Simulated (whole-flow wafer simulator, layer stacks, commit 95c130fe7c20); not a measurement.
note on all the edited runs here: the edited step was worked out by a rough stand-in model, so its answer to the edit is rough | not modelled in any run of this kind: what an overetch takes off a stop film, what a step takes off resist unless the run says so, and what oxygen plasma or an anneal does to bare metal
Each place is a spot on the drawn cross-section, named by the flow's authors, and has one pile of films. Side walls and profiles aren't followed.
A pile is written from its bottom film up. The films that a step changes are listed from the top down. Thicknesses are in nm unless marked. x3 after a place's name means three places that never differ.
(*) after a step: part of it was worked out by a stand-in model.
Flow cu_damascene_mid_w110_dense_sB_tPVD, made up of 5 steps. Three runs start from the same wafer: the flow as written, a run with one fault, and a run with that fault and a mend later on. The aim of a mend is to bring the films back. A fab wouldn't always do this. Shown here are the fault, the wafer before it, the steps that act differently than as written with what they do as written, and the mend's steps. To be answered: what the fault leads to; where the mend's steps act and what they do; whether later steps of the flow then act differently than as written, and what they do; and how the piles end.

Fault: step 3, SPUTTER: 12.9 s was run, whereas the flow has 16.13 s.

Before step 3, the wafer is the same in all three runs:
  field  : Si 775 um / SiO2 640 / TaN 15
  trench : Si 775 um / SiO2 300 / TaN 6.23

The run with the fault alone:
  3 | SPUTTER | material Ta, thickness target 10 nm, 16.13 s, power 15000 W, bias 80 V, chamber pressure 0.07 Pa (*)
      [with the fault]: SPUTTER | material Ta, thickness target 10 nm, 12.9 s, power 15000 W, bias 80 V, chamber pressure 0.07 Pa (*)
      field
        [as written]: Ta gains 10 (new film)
        [with the fault]: Ta gains 8 (new film)
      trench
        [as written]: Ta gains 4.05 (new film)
        [with the fault]: Ta gains 3.24 (new film)
  None of the later steps of the flow differs from how it acts as written, at any place that is followed, by more than 2% or 0.5 nm, whichever is larger.
  By the end, the piles at field, trench depart from the flow's by more than 2% or 0.5 nm, whichever is larger.
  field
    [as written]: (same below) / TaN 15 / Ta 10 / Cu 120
    [with the fault]: (same below) / TaN 15 / Ta 8 / Cu 120
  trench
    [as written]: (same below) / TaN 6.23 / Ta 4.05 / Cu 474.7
    [with the fault]: (same below) / TaN 6.23 / Ta 3.24 / Cu 473.5

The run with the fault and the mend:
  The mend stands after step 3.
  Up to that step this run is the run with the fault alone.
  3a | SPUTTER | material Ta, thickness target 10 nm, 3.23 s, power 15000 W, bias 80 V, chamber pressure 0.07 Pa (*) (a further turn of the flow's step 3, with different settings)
      field
        Ta gains 2
      trench
        Ta gains 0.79
  None of the later steps of the flow differs from how it acts as written, at any place that is followed, by more than 2% or 0.5 nm, whichever is larger.
  The piles end only slightly different from the flow's at the places that both follow, by no more than 2% or 0.5 nm, whichever is larger.
